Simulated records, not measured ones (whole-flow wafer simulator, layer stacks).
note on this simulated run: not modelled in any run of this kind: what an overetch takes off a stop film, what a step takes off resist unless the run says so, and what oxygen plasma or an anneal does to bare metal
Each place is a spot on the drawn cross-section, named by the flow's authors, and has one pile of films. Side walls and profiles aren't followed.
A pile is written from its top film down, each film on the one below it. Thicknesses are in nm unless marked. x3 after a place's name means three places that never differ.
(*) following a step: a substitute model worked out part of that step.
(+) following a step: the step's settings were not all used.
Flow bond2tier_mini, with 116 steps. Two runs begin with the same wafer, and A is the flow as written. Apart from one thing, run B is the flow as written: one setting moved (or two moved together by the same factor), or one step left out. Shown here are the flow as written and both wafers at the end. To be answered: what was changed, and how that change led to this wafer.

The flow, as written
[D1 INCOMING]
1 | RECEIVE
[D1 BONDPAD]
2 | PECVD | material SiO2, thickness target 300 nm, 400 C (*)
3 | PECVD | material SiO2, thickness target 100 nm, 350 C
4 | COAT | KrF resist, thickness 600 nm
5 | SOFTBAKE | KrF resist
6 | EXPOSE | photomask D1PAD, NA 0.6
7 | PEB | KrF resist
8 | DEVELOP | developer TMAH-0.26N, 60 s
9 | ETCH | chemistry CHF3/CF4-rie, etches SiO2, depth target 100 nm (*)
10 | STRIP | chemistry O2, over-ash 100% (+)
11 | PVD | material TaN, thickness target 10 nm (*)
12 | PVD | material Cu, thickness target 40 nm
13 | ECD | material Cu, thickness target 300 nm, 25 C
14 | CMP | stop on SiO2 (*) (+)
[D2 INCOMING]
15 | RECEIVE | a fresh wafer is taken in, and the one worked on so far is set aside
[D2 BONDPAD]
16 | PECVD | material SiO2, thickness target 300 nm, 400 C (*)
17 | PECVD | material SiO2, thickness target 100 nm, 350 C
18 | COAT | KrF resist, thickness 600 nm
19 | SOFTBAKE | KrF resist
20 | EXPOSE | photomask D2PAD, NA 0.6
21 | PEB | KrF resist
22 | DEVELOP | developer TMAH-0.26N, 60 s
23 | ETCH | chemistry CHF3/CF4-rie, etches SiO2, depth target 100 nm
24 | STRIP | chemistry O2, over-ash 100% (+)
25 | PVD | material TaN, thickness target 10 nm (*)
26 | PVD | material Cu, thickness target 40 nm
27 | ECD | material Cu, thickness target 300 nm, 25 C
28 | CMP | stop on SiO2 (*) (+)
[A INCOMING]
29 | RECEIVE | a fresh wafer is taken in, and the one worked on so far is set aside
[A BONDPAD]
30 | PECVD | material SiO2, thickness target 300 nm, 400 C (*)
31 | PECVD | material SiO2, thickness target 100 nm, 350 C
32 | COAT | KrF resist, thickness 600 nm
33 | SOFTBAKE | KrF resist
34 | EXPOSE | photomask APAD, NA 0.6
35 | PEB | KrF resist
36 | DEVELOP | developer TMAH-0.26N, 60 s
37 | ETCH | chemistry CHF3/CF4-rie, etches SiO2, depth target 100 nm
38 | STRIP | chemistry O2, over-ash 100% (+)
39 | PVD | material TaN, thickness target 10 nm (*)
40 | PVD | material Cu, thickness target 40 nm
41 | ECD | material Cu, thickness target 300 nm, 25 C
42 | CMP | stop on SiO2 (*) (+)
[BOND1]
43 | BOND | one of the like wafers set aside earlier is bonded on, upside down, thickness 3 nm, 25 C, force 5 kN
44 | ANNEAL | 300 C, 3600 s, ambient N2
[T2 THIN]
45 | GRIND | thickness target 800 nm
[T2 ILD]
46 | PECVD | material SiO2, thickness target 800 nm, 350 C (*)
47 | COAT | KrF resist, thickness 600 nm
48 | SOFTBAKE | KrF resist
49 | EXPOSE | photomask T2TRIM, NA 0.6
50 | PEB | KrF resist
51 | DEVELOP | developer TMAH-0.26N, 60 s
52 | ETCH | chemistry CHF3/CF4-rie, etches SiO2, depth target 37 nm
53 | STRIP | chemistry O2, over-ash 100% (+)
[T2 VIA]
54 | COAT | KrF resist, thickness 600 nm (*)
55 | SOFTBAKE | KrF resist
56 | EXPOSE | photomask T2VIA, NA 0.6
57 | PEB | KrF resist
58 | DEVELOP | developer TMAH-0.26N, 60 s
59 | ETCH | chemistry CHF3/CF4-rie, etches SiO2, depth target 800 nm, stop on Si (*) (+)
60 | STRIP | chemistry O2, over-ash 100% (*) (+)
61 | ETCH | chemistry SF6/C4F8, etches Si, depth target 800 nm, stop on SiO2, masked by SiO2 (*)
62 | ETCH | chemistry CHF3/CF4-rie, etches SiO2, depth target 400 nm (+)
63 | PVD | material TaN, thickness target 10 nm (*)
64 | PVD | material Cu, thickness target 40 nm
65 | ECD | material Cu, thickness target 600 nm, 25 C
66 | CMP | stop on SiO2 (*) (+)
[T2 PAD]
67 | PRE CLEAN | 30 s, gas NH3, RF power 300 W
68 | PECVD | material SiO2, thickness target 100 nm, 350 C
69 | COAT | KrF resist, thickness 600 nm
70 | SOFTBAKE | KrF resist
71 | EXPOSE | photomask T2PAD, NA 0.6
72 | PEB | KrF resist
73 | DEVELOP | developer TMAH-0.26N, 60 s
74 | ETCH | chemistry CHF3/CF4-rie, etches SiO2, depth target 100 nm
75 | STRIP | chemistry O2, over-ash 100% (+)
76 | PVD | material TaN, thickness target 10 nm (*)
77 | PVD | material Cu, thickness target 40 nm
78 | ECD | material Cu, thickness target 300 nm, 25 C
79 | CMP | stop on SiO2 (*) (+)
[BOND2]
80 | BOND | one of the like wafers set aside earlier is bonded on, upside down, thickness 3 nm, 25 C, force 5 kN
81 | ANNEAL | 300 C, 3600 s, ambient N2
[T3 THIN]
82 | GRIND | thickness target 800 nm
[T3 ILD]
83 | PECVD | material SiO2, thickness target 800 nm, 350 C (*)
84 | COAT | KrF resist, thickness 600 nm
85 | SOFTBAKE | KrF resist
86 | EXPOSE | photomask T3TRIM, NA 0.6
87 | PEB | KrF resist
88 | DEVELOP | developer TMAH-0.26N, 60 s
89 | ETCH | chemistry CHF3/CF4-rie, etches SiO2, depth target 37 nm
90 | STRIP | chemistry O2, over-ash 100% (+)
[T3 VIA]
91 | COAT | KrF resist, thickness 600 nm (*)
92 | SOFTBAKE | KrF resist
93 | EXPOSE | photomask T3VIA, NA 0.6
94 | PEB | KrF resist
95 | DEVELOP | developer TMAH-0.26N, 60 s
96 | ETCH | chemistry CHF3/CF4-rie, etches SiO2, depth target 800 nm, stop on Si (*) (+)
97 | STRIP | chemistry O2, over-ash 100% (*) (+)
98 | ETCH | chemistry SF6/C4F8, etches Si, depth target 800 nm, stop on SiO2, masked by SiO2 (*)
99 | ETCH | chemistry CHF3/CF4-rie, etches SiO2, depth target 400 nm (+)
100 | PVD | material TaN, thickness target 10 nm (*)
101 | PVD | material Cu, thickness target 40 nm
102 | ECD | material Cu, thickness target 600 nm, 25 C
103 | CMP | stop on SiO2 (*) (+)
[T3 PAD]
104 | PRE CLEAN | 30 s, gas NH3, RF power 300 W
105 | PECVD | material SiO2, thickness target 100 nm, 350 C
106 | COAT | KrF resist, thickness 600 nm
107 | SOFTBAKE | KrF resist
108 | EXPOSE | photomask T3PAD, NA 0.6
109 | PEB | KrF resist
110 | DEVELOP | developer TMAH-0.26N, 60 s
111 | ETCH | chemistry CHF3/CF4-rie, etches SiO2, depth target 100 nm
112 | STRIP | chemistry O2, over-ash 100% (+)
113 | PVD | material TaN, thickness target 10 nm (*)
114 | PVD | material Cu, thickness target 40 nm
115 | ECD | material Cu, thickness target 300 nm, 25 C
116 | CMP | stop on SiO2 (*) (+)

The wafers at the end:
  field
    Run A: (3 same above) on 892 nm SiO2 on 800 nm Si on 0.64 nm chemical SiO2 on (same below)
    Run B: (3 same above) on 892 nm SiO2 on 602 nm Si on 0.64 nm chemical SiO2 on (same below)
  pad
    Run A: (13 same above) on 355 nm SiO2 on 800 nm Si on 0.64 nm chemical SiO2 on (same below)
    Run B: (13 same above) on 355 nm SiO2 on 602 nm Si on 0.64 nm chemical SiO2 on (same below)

What caused this: step 45, GRIND: thickness target 602 nm was run, though the flow has thickness target 800 nm.
One can read it off the wafer: field has Si 602, and step 45 as written asks for 800 nm.

The path from the change to this, step by step:
  45 | GRIND | thickness target 800 nm
      field, pad, via: A -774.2 um Si | B -774.4 um Si
